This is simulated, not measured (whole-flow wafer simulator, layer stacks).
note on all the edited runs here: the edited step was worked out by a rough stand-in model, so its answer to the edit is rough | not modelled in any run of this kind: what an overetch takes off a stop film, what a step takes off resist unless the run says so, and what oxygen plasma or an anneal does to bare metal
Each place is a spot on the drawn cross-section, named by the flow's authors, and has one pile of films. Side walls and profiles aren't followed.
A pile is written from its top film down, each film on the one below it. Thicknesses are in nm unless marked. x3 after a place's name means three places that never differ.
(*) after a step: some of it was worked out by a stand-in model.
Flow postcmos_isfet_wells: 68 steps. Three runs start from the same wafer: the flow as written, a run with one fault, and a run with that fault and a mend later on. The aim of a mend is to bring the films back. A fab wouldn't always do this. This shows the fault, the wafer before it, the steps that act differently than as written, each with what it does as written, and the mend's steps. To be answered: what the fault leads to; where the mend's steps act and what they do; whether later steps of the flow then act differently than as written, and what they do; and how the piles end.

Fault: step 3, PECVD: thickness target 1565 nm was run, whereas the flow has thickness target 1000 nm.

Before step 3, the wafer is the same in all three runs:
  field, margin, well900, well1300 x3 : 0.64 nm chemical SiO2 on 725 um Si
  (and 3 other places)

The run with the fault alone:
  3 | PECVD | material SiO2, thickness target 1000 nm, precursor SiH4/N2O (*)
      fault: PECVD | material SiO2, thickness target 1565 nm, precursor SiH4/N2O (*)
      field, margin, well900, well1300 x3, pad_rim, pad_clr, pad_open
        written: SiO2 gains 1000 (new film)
        fault: SiO2 gains 1565 (new film)
  Every later step of the flow that is run acts as written at every place that is followed.
  The piles end different from the flow's at field, margin, well900, well1300 x3, pad_rim, pad_clr, pad_open by more than 2% or 0.5 nm, whichever is larger.
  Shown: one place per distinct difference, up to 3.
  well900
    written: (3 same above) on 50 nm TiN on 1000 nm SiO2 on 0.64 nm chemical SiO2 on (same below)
    fault: (3 same above) on 50 nm TiN on 1565 nm SiO2 on 0.64 nm chemical SiO2 on (same below)
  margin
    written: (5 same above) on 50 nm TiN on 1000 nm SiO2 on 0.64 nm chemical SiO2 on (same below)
    fault: (5 same above) on 50 nm TiN on 1565 nm SiO2 on 0.64 nm chemical SiO2 on (same below)
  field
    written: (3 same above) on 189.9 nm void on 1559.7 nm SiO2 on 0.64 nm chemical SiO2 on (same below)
    fault: (3 same above) on 189.9 nm void on 2124.7 nm SiO2 on 0.64 nm chemical SiO2 on (same below)

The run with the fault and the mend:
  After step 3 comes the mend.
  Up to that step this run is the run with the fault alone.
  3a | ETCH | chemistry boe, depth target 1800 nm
      field, margin, well900, well1300 x3, pad_rim, pad_clr, pad_open
        SiO2 loses 1565 (all of it), chemical SiO2 loses 0.64 (all of it)
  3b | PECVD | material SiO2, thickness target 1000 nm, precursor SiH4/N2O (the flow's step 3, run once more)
      field, margin, well900, well1300 x3, pad_rim, pad_clr, pad_open
        SiO2 gains 1000 (new film)
  Every later step of the flow that is run acts as written at every place that is followed.
  The piles end different from the flow's at field, margin, well900, well1300 x3, pad_rim, pad_clr, pad_open by more than 2% or 0.5 nm, whichever is larger.
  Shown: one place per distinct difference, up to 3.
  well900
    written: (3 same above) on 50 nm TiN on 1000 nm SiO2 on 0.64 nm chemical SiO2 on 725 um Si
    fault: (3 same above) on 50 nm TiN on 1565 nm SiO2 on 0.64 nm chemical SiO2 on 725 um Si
    mend: (3 same above) on 50 nm TiN on 1000 nm SiO2 on 725 um Si
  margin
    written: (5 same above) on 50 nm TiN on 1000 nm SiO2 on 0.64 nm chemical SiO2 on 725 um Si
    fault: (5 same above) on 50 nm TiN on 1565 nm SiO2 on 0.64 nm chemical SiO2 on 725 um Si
    mend: (5 same above) on 50 nm TiN on 1000 nm SiO2 on 725 um Si
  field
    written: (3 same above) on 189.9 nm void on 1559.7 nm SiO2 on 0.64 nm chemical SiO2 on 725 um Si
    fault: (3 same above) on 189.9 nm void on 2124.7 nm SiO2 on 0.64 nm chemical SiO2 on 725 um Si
    mend: (3 same above) on 189.9 nm void on 1559.7 nm SiO2 on 725 um Si
